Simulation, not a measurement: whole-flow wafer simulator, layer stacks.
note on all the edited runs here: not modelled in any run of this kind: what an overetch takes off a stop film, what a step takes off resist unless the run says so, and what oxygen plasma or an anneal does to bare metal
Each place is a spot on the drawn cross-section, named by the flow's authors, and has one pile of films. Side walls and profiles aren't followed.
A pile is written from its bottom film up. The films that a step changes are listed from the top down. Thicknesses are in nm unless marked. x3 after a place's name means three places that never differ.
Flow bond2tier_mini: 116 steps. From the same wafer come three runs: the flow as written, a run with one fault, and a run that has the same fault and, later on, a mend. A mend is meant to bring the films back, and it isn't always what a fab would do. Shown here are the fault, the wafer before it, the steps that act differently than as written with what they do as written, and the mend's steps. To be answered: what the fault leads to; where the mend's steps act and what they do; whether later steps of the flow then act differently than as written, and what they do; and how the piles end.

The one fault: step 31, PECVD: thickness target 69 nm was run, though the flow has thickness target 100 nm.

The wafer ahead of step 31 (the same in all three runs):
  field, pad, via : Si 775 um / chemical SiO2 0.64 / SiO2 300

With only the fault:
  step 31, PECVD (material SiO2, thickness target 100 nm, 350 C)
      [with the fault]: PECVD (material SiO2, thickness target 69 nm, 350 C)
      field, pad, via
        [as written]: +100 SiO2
        [with the fault]: +69 SiO2
  None of the later steps of the flow acts differently than as written at any place that is followed.
  The piles end different from the flow's at field, pad by more than 2% or 0.5 nm, whichever is larger.
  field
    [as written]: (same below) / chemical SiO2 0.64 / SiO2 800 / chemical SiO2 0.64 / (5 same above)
    [with the fault]: (same below) / chemical SiO2 0.64 / SiO2 769 / chemical SiO2 0.64 / (5 same above)
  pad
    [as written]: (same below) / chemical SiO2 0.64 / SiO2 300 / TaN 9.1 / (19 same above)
    [with the fault]: (same below) / chemical SiO2 0.64 / SiO2 269 / TaN 9.1 / (19 same above)

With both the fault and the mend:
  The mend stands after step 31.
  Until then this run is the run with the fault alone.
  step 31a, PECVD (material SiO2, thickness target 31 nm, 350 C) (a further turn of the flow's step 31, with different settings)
      field, pad, via
        +31 SiO2
  None of the later steps of the flow acts differently than as written at any place that is followed.
  At every place that both follow, the piles at the end match the flow's.
